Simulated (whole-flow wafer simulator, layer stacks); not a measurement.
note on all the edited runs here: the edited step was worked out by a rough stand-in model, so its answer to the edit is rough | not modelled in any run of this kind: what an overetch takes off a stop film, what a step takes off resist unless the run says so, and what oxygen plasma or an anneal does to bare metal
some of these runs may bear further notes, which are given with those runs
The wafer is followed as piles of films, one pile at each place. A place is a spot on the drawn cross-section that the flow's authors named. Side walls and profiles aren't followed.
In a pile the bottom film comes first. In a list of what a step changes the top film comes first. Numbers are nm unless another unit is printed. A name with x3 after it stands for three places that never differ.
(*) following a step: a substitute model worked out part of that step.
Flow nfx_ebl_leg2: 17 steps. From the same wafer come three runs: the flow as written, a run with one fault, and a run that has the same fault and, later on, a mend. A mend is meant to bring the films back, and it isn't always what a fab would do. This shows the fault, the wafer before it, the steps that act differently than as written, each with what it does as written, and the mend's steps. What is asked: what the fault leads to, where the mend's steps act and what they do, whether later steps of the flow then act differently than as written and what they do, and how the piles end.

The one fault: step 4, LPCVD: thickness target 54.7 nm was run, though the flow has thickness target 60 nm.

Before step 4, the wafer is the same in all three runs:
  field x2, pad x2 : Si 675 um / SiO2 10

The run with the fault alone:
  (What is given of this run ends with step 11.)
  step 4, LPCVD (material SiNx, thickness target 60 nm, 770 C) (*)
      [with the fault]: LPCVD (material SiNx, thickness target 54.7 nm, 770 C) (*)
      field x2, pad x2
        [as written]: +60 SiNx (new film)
        [with the fault]: +54.7 SiNx (new film)
  None of the later steps of the flow up to step 11 acts differently than as written at any place that is followed.
  Once step 11 is done, the piles at field x2, pad x2 depart from the flow's by more than 2% or 0.5 nm, whichever is larger.
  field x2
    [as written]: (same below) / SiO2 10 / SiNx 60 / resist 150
    [with the fault]: (same below) / SiO2 10 / SiNx 54.7 / resist 150
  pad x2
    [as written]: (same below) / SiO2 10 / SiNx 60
    [with the fault]: (same below) / SiO2 10 / SiNx 54.7

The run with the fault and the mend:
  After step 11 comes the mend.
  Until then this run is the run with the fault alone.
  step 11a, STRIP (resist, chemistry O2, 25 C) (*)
      field x2
        -150 resist (all of it)
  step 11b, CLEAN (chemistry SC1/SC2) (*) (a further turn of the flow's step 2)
      does not change any film at any place that is followed
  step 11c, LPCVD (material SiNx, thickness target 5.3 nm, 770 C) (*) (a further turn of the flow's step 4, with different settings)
      field x2, pad x2
        +5.3 SiNx
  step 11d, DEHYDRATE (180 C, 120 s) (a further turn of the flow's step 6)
      does not change any film at any place that is followed
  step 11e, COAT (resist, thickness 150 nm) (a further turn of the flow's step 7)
      field x2, pad x2
        +150 resist (new film)
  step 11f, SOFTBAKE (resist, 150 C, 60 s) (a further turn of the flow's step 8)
      does not change any film at any place that is followed
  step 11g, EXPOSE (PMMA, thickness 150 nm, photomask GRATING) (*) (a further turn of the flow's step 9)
      does not change any film at any place that is followed
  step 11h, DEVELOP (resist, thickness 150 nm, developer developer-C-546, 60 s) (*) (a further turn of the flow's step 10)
      pad x2
        -150 resist (all of it)
  None of the later steps of the flow acts differently than as written at any place that is followed.
  By the end, the piles equal the flow's at every place that both follow.
